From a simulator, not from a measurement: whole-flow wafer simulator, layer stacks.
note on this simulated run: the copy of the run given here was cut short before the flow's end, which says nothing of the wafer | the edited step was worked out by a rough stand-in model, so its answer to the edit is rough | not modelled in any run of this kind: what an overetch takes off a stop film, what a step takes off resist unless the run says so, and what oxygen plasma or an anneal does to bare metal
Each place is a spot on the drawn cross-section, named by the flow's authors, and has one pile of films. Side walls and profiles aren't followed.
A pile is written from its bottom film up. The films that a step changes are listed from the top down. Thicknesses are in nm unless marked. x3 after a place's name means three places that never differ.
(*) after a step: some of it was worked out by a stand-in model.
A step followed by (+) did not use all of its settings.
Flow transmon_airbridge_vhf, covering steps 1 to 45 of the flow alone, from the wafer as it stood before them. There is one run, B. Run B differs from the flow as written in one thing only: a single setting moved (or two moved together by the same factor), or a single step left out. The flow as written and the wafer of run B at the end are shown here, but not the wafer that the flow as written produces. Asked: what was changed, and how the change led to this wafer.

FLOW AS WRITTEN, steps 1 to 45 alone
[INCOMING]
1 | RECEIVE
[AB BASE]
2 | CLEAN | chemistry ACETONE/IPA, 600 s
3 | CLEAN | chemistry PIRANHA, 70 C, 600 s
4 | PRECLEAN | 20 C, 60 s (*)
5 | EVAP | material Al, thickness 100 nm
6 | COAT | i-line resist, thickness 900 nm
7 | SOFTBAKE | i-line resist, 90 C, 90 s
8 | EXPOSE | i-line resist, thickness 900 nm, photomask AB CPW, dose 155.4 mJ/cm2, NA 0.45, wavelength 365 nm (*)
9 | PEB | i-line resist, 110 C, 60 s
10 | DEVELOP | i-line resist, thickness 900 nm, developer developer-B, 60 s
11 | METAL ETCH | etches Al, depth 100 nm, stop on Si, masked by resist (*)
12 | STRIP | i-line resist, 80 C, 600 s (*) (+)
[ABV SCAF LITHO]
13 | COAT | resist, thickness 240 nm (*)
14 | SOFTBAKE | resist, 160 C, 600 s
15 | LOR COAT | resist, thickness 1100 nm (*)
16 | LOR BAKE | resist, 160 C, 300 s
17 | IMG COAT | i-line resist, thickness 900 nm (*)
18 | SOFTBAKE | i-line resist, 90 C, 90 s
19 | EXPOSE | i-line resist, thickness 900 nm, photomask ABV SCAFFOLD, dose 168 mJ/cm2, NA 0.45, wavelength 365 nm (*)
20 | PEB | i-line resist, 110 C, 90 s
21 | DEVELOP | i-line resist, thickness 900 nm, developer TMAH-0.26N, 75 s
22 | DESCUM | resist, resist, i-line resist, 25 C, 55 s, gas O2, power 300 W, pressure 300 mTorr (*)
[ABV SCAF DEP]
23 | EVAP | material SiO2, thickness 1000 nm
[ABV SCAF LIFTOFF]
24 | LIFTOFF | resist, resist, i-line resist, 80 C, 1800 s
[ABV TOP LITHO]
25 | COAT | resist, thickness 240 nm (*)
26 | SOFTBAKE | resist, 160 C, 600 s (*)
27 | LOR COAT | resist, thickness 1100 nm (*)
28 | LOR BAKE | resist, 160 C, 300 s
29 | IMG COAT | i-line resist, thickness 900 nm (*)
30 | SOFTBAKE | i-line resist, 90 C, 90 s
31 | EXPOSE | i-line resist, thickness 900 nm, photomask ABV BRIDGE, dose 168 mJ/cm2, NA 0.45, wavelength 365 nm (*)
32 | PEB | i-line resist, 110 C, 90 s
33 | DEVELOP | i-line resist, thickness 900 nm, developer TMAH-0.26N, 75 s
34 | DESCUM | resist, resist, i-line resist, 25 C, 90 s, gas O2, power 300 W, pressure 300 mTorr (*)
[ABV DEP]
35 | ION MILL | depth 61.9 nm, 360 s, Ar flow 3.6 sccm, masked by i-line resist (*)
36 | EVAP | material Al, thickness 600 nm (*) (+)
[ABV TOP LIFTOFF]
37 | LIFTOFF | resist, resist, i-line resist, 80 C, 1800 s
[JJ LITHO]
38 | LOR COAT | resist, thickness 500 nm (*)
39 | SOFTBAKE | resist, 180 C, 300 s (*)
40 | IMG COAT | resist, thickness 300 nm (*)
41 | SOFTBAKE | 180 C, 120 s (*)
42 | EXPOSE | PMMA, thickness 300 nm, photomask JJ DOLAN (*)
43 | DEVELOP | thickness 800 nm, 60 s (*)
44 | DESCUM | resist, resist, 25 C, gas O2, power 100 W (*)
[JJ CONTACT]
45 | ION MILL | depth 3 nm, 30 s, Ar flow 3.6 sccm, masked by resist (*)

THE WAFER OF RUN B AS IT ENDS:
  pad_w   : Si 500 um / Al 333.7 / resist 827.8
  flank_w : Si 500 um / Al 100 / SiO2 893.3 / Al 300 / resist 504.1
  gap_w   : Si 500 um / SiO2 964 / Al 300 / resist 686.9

What caused this: step 36, EVAP: thickness 300 nm was run, though the flow has thickness 600 nm.
The wafer lets one read it off: flank_w has Al 300, and step 36 as written asks for 600 nm.

How this came from the change, step by step:
  36 | EVAP | material Al, thickness 600 nm (*) (+)
      field x3, jj_line, ground_far and 10 more: +300 Al (new film) (it would be, as written: +600 Al (new film))
      pad_w, pad_e: +295.6 Al (it would be, as written: +591.2 Al)
  37 | LIFTOFF | resist, resist, i-line resist, 80 C, 1800 s
      field x3, jj_line, trace_open_s x2: -300 Al (all of it), -600 i-line resist (all of it), -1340 resist (all of it) (it would be, as written: -600 Al (all of it), -600 i-line resist (all of it), -1340 resist (all of it))
      margin_s, margin_n: -300 Al (all of it), -318.3 i-line resist (all of it), -992 resist (all of it) (it would be, as written: -600 Al (all of it), -318.3 i-line resist (all of it), -992 resist (all of it))
      (also at 1 further place)
  38 | LOR COAT | resist, thickness 500 nm (*)
      pad_w, pad_e: +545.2 resist (new film) (it would be, as written: +517 resist (new film))
      flank_w, flank_e: +313.6 resist (new film) (it would be, as written: +306.5 resist (new film))
      (also at 6 further places)
  40 | IMG COAT | resist, thickness 300 nm (*)
      pad_w, pad_e: +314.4 resist (it would be, as written: +300.1 resist)
      flank_w, flank_e: +222.3 resist (it would be, as written: +212.1 resist)
      (also at 6 further places)
